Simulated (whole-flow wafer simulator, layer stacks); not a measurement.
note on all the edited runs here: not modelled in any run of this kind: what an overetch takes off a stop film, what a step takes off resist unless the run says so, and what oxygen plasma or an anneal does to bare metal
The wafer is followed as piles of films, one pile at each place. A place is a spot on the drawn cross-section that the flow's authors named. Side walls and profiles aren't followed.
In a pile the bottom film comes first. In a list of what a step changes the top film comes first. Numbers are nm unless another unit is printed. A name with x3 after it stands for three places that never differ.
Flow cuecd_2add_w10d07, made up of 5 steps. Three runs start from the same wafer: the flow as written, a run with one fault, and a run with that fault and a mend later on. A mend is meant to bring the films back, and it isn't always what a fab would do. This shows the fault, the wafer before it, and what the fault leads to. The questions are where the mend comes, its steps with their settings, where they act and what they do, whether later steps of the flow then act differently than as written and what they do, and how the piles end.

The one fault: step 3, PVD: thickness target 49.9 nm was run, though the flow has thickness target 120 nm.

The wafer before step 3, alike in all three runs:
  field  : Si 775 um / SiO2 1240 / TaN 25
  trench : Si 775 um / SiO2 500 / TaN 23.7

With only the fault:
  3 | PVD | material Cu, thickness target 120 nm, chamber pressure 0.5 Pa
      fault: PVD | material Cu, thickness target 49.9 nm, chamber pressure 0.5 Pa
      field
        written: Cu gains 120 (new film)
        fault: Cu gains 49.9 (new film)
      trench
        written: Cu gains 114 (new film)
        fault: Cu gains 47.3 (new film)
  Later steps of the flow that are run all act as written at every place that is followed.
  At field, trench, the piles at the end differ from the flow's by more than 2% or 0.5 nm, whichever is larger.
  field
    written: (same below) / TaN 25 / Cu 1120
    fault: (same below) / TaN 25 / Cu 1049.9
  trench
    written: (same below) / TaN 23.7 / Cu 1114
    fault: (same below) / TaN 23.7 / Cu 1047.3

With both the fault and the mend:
  The mend stands after step 3.
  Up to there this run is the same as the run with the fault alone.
  3a | PVD | material Cu, thickness target 70.1 nm, chamber pressure 0.5 Pa (the flow's step 3, run once more with other settings)
      field
        Cu gains 70.1
      trench
        Cu gains 66.5
  Later steps of the flow that are run all act as written at every place that is followed.
  When the end is reached, the piles differ only a little from the flow's at the places that both follow, at most by 2% or 0.5 nm, whichever is larger.
